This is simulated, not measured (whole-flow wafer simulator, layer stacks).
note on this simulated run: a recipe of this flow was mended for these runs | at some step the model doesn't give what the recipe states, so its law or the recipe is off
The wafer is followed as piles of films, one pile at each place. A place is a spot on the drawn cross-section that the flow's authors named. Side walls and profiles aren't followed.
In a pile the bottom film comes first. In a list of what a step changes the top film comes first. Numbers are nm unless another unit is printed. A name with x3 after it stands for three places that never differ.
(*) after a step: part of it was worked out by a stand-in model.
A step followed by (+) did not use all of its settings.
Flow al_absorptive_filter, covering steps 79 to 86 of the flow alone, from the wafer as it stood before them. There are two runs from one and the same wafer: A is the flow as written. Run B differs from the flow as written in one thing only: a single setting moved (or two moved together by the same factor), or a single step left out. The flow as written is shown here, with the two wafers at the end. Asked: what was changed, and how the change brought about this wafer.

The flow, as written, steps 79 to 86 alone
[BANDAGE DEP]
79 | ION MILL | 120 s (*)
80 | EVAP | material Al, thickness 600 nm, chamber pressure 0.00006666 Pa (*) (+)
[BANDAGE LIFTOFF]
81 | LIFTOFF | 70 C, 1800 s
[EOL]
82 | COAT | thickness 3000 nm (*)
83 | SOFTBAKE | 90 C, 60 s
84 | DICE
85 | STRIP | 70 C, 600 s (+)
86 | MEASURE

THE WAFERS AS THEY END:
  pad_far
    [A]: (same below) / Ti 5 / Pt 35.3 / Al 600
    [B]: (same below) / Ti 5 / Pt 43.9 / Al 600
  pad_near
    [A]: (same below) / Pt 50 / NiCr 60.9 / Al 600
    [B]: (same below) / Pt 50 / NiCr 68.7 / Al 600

What caused this: step 79, ION MILL: 50 s was run, whereas the flow has 120 s.

The path from the change to this, step by step:
  79 | ION MILL | 120 s (*)
      gnd, ledge, res and 9 more: A -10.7 i-line-resist | B -4.44 i-line-resist
      pad_far: A -14.7 Pt | B -6.11 Pt
      (and at 1 other place as well)
